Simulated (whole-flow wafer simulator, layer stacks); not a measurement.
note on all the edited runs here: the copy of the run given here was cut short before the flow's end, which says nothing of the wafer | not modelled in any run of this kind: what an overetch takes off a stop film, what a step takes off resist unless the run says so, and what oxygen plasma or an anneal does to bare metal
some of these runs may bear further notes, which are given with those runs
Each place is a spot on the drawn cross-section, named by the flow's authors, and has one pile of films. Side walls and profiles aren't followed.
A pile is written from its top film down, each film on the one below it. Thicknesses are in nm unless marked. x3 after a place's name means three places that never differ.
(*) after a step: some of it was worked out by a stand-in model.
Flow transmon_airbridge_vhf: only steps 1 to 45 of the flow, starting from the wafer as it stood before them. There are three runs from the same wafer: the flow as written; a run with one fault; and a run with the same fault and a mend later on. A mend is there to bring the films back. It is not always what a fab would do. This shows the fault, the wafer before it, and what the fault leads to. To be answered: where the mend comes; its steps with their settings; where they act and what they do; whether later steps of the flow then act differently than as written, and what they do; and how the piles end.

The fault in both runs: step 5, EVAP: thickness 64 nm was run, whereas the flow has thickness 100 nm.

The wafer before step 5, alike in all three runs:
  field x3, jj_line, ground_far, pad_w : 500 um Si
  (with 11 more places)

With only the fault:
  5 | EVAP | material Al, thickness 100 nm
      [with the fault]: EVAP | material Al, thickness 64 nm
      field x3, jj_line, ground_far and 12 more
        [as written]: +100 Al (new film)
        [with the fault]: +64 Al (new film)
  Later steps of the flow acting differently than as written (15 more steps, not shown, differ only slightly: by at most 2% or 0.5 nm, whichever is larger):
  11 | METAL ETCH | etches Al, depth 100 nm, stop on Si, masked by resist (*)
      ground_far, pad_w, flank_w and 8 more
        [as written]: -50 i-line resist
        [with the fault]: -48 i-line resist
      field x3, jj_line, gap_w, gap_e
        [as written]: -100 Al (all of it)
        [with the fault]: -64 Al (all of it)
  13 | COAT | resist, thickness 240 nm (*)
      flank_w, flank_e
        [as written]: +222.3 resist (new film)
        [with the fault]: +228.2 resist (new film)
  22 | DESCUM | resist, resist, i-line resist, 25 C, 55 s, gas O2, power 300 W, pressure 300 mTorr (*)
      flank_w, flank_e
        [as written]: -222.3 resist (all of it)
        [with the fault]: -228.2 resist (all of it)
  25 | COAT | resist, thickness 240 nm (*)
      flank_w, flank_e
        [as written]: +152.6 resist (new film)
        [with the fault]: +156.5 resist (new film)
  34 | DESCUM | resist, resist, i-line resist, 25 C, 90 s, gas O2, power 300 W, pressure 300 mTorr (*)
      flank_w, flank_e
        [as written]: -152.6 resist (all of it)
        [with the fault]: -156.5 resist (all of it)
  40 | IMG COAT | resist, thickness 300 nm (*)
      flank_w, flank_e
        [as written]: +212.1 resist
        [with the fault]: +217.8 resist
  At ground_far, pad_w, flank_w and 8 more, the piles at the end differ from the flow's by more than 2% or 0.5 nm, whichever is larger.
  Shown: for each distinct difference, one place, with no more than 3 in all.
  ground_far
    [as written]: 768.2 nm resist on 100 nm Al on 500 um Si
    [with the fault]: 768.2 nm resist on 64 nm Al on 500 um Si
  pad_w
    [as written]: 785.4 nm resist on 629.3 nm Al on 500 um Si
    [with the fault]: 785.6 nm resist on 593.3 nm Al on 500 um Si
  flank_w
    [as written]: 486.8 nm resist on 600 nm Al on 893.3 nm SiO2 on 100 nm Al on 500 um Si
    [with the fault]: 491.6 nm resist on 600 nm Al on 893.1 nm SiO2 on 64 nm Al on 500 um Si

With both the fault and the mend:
  The mend stands after step 5.
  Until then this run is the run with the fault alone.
  5a | EVAP | material Al, thickness 36 nm (a further turn of the flow's step 5, with different settings)
      field x3, jj_line, ground_far and 12 more
        +36 Al
  Every later step of the flow that is run acts as written at every place that is followed.
  By the end, the piles equal the flow's at every place that both follow.
